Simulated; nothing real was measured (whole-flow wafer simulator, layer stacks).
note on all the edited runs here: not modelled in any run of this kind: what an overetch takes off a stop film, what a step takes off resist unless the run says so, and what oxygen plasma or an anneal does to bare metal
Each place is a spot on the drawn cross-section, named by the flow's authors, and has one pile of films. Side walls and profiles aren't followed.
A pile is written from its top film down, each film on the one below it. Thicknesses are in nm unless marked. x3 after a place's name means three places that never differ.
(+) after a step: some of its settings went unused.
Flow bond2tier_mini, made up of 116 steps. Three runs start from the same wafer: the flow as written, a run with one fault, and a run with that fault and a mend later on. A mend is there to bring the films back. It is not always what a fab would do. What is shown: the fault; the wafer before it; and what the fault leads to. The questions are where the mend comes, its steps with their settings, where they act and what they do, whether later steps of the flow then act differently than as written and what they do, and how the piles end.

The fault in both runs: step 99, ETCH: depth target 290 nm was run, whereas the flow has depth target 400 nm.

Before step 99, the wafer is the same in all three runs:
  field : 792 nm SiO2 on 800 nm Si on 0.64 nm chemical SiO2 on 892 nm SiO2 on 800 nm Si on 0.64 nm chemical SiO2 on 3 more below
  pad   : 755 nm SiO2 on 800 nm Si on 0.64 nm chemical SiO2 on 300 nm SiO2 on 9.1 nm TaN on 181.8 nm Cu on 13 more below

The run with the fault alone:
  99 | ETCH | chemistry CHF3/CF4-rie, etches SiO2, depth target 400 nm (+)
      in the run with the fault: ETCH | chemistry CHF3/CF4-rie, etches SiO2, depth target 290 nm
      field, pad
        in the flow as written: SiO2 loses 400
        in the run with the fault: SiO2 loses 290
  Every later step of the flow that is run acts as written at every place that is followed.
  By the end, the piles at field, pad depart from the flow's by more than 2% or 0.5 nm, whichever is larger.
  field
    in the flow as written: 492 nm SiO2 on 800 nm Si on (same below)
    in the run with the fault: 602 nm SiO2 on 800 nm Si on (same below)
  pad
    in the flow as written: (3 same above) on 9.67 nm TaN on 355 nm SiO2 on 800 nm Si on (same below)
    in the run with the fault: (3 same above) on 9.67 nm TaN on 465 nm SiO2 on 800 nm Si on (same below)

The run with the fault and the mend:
  After step 99 comes the mend.
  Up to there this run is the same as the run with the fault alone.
  99a | ETCH | chemistry CHF3/CF4-rie, etches SiO2, depth target 110 nm (+) (the flow's step 99 again, with other settings)
      field, pad
        SiO2 loses 110
  Every later step of the flow that is run acts as written at every place that is followed.
  The piles end the same as the flow's at every place that both follow.
